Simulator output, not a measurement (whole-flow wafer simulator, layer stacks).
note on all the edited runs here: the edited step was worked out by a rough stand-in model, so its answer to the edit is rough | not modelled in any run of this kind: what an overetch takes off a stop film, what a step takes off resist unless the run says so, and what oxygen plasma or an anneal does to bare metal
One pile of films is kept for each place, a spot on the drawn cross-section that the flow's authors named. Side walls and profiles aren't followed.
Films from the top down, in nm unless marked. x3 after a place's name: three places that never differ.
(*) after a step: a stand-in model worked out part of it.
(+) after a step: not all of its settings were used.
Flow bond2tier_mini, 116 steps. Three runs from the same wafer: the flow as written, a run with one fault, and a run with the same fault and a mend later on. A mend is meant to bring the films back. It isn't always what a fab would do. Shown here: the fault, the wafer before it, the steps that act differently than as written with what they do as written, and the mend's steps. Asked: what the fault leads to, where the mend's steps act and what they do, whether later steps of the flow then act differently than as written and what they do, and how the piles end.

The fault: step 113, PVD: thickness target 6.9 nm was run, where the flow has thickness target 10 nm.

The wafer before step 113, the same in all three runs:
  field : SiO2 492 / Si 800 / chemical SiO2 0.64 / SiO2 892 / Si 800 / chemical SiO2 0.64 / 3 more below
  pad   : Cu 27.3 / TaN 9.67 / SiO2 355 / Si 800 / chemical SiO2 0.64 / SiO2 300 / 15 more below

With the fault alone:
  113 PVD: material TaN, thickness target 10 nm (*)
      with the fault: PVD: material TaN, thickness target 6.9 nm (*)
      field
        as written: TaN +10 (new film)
        with the fault: TaN +6.9 (new film)
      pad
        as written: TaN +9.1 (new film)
        with the fault: TaN +6.28 (new film)
  Later steps of the flow that act differently than as written (1 more step differs only slightly, by at most 2% or 0.5 nm, whichever is larger, and isn't shown):
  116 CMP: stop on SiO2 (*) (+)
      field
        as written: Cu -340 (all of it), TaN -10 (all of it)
        with the fault: Cu -340 (all of it), TaN -6.9 (all of it)
  At the end the piles differ from the flow's by more than 2% or 0.5 nm, whichever is larger, at pad.
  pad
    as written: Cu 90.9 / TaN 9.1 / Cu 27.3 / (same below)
    with the fault: Cu 93.7 / TaN 6.28 / Cu 27.3 / (same below)

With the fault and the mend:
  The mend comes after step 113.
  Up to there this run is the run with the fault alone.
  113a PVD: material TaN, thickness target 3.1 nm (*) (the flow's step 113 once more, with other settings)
      field
        TaN +3.1
      pad
        TaN +2.82
  No later step of the flow acts differently than as written at any place that is followed.
  At the end the piles are the same as the flow's at every place that both follow.
